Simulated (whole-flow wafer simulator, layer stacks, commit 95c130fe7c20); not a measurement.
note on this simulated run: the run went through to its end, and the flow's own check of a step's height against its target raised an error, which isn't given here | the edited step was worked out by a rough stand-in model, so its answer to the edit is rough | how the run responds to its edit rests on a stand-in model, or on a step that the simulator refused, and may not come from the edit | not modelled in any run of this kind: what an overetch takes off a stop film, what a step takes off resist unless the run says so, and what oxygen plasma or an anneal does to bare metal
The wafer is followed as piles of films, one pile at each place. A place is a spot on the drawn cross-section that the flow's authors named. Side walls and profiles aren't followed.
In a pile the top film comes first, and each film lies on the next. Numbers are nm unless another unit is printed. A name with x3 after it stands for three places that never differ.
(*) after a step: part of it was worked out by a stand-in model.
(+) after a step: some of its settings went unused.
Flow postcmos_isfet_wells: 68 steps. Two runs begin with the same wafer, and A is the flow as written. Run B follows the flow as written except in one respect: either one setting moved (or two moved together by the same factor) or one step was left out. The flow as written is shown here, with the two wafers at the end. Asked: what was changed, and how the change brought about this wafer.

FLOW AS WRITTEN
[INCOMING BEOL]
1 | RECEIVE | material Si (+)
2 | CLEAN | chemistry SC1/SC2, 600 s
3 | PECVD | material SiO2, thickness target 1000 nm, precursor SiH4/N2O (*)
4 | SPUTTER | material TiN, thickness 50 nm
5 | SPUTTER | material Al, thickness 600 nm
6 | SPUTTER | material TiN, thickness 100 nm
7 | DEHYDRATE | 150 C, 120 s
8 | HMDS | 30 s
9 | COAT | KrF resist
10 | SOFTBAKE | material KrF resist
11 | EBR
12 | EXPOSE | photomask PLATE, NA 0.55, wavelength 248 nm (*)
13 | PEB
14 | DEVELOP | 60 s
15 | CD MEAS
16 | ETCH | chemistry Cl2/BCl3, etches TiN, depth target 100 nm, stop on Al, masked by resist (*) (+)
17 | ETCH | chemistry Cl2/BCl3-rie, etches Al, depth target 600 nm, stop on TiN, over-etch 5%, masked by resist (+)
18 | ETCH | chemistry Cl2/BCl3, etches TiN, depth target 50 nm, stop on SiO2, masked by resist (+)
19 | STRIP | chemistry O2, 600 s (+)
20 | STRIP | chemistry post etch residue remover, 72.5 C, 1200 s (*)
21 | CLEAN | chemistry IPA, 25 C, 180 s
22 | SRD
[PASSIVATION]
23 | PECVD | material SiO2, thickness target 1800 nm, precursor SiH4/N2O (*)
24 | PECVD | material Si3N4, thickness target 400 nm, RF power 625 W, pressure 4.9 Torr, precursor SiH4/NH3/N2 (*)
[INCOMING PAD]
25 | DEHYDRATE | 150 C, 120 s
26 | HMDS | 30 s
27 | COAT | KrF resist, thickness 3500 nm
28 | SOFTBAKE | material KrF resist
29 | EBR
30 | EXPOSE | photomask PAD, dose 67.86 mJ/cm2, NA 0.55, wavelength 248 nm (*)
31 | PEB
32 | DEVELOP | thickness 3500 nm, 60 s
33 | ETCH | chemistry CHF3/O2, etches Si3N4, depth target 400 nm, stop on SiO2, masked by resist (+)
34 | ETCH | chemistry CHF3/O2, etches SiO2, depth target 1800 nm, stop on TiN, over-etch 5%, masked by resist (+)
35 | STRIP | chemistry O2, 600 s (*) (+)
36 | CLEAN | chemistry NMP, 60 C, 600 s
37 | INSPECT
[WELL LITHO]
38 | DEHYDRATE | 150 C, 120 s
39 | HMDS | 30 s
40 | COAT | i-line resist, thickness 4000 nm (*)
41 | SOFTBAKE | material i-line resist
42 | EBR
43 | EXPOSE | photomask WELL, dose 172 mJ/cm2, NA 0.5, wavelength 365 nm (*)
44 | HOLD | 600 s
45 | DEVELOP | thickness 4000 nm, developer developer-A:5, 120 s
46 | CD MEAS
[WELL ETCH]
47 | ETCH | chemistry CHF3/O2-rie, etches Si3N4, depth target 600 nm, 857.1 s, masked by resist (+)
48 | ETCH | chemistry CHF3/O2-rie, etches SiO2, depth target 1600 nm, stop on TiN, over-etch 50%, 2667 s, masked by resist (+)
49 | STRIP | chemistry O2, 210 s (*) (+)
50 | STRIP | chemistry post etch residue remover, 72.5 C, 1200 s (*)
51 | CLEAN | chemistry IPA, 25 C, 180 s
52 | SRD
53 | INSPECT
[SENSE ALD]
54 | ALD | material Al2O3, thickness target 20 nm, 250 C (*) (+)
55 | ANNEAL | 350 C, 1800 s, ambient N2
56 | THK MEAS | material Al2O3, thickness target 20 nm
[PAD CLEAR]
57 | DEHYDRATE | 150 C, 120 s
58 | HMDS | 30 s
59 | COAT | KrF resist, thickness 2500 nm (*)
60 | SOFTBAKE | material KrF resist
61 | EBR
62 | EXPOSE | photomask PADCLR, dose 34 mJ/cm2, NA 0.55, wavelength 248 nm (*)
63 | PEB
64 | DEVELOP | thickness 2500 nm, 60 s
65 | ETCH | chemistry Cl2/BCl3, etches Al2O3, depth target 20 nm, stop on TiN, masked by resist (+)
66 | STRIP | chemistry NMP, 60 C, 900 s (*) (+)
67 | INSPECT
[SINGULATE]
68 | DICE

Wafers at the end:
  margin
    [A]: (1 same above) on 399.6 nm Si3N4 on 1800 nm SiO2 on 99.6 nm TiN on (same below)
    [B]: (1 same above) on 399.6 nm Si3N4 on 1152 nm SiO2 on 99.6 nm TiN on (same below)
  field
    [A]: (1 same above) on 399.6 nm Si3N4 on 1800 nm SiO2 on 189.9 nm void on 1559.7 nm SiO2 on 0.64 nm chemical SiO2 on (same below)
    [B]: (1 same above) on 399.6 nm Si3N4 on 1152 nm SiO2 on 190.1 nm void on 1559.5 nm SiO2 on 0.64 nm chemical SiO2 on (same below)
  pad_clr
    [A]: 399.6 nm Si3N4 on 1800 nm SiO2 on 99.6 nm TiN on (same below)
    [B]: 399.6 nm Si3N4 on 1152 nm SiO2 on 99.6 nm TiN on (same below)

The reason: step 23, PECVD: thickness target 1152 nm was run, whereas the flow has thickness target 1800 nm.
The wafer lets one read it off: margin has SiO2 1152, and step 23 as written asks for 1800 nm.

The path from the change to this, step by step:
  23 | PECVD | material SiO2, thickness target 1800 nm, precursor SiH4/N2O (*)
      margin, well900, well1300 x3, pad_rim, pad_clr, pad_open: A SiO2 gains 1800 (new film) | B SiO2 gains 1152 (new film)
      field: A SiO2 gains 1800 (new film), void gains 189.9 (new film), SiO2 gains 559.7 | B SiO2 gains 1152 (new film), void gains 190.1 (new film), SiO2 gains 559.5
  34 | ETCH | chemistry CHF3/O2, etches SiO2, depth target 1800 nm, stop on TiN, over-etch 5%, masked by resist (+)
      field, margin, well900, well1300 x3, pad_rim, pad_clr: A KrF resist loses 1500 | B KrF resist loses 1008
      pad_open: A SiO2 loses 1800 (all of it) | B SiO2 loses 1152 (all of it)
  35 | STRIP | chemistry O2, 600 s (*) (+)
      field, margin, well900, well1300 x3, pad_rim, pad_clr: A KrF resist loses 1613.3 (all of it) | B KrF resist loses 2105.3 (all of it)
  40 | COAT | i-line resist, thickness 4000 nm (*)
      pad_clr: A i-line resist gains 3256.8 (new film) | B i-line resist gains 3462.8 (new film)
      pad_open: A i-line resist gains 4804.7 (new film) | B i-line resist gains 4571 (new film)
  41 | SOFTBAKE | material i-line resist
      pad_clr: A i-line resist loses 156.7 | B i-line resist loses 95.6
      pad_open: A i-line resist gains 115.3 | B i-line resist gains 85
  48 | ETCH | chemistry CHF3/O2-rie, etches SiO2, depth target 1600 nm, stop on TiN, over-etch 50%, 2667 s, masked by resist (+)
      well900, well1300 x3: A SiO2 loses 1600 (all of it) | B SiO2 loses 952 (all of it)
  49 | STRIP | chemistry O2, 210 s (*) (+)
      pad_clr: A i-line resist loses 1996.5 (all of it) | B i-line resist loses 2263.5 (all of it)
      pad_open: A i-line resist loses 3816.3 (all of it) | B i-line resist loses 3552.3 (all of it)
  59 | COAT | KrF resist, thickness 2500 nm (*)
      field: A KrF resist gains 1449 (new film) | B KrF resist gains 1758.6 (new film)
      margin: A KrF resist gains 1448.9 (new film) | B KrF resist gains 1758.5 (new film)
      (and at 3 other places as well)
  60 | SOFTBAKE | material KrF resist
      pad_clr: A KrF resist loses 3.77 | B KrF resist loses 3.11
  63 | PEB
      field, margin: A KrF resist loses 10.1 | B KrF resist loses 12.3
      pad_rim: A KrF resist loses 13.9 | B KrF resist loses 15
      (and at 2 other places as well)
  64 | DEVELOP | thickness 2500 nm, 60 s
      pad_clr: A KrF resist loses 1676 (all of it) | B KrF resist loses 1898.5 (all of it)
      pad_open: A KrF resist loses 3045.1 (all of it) | B KrF resist loses 2879.9 (all of it)
  66 | STRIP | chemistry NMP, 60 C, 900 s (*) (+)
      field: A KrF resist loses 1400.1 (all of it) | B KrF resist loses 1707.5 (all of it)
      margin: A KrF resist loses 1400.1 (all of it) | B KrF resist loses 1707.4 (all of it)
      (and at 1 other place as well)
